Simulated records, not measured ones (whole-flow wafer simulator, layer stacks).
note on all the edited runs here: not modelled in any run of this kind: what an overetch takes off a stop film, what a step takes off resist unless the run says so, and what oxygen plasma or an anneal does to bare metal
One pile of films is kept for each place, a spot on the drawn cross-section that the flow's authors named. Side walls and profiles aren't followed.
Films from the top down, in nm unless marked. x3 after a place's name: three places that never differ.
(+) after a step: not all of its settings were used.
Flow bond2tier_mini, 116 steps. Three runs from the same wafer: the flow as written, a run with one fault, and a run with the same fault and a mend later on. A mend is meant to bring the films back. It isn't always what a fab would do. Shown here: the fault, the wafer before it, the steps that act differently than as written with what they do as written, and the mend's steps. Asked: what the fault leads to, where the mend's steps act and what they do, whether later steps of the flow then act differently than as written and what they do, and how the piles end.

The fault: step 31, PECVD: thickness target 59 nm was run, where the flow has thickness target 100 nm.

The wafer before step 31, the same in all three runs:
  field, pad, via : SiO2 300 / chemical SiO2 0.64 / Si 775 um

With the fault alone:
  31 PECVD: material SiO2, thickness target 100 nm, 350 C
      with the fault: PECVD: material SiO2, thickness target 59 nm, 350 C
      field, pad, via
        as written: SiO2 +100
        with the fault: SiO2 +59
  No later step of the flow acts differently than as written at any place that is followed.
  At the end the piles differ from the flow's by more than 2% or 0.5 nm, whichever is larger, at field, pad.
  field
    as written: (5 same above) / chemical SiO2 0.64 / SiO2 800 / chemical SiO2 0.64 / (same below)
    with the fault: (5 same above) / chemical SiO2 0.64 / SiO2 759 / chemical SiO2 0.64 / (same below)
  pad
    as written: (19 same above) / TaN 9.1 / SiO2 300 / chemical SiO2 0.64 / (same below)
    with the fault: (19 same above) / TaN 9.1 / SiO2 259 / chemical SiO2 0.64 / (same below)

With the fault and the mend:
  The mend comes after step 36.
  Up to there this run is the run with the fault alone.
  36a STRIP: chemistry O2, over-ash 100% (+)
      field
        KrF resist -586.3 (all of it)
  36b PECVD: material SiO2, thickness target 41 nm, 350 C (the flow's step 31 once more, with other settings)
      field, pad, via
        SiO2 +41
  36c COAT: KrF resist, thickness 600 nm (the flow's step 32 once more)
      field, pad, via
        KrF resist +600 (new film)
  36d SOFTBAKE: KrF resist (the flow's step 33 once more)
      changes no film at any place that is followed
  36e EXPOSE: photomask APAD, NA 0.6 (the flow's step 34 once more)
      changes no film at any place that is followed
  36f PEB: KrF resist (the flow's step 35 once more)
      changes no film at any place that is followed
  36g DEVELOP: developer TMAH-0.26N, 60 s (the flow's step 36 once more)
      pad, via
        KrF resist -600 (all of it)
      field
        KrF resist -13.7
  No later step of the flow acts differently than as written at any place that is followed.
  At the end the piles are the same as the flow's at every place that both follow.
